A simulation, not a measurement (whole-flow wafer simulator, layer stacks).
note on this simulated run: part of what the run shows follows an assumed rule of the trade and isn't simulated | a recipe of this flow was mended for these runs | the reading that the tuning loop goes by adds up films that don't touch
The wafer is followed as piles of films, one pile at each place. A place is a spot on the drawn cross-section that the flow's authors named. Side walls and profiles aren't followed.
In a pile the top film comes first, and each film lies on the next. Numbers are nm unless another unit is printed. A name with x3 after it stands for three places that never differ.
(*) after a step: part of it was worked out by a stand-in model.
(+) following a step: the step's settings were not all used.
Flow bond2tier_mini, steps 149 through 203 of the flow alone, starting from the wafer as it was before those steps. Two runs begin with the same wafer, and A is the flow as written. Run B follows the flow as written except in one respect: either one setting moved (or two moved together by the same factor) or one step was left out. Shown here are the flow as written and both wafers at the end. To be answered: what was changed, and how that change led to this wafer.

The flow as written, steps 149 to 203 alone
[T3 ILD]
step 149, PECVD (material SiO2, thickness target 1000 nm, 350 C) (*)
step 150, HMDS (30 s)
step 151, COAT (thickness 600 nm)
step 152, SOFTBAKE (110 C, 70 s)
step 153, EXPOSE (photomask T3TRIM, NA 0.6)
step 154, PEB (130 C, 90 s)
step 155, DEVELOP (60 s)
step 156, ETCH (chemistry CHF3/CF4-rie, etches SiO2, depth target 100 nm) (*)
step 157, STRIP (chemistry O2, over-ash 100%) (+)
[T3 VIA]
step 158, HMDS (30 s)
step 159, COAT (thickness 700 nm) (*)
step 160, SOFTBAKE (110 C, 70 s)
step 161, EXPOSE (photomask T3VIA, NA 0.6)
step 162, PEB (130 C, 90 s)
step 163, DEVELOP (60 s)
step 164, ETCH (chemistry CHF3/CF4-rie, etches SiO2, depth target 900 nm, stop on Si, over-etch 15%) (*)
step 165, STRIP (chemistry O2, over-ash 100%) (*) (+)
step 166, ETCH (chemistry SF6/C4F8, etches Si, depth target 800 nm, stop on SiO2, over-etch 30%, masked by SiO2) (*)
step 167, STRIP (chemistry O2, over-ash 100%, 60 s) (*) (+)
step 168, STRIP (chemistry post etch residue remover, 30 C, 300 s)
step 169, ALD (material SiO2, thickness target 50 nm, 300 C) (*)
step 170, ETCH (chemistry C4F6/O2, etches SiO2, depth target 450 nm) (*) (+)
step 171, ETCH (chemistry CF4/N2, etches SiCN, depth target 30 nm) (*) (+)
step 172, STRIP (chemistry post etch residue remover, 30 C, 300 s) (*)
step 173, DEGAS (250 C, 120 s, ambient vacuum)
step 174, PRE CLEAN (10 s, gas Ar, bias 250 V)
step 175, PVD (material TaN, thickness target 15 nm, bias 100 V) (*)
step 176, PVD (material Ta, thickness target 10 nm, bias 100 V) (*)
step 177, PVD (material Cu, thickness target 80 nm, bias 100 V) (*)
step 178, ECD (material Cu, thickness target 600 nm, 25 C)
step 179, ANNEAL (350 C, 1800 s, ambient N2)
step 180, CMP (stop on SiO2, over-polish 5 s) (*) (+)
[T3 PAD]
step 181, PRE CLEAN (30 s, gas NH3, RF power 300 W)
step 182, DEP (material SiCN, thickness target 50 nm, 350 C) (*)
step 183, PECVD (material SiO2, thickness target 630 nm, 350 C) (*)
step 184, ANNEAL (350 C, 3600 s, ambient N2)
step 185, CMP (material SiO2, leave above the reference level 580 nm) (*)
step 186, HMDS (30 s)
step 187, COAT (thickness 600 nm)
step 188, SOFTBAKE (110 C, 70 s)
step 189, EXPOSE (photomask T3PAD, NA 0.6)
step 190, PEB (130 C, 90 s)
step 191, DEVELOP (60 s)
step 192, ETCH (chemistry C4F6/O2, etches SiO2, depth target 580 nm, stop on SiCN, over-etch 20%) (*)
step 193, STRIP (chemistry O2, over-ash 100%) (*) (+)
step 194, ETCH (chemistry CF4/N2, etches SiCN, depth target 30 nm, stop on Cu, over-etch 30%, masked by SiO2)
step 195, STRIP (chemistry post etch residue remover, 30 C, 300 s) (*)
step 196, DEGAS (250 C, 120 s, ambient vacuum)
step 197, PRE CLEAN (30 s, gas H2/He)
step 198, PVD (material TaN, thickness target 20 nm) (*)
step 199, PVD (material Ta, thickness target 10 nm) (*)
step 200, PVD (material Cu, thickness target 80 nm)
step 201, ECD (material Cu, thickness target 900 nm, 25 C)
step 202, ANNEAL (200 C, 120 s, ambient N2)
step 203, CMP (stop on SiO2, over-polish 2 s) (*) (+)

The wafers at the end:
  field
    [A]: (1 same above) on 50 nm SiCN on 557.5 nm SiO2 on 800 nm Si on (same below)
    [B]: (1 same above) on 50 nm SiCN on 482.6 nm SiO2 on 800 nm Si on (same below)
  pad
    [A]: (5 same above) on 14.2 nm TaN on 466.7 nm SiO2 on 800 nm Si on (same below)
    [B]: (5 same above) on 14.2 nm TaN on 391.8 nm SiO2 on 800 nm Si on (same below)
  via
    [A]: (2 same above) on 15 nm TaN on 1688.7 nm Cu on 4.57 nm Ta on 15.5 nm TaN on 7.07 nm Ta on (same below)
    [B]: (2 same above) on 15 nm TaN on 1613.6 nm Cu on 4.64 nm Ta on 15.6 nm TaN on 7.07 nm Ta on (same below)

Cause: step 149, PECVD: thickness target 925 nm was run, whereas the flow has thickness target 1000 nm.

The path from the change to this, step by step:
  step 149, PECVD (material SiO2, thickness target 1000 nm, 350 C) (*)
      field, pad, via: A +1000 SiO2 (new film) | B +925 SiO2 (new film)
  step 164, ETCH (chemistry CHF3/CF4-rie, etches SiO2, depth target 900 nm, stop on Si, over-etch 15%) (*)
      field: A -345 thick-KrF-resist | B -316.2 thick-KrF-resist
      pad: A -345 thick-KrF-resist | B -316.3 thick-KrF-resist
      (as well as at 1 more place)
  step 165, STRIP (chemistry O2, over-ash 100%) (*) (+)
      field: A -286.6 thick-KrF-resist (all of it) | B -315.4 thick-KrF-resist (all of it)
      pad: A -372.9 thick-KrF-resist (all of it) | B -401.7 thick-KrF-resist (all of it)
  step 178, ECD (material Cu, thickness target 600 nm, 25 C)
      via: A +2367 Cu | B +2291.3 Cu
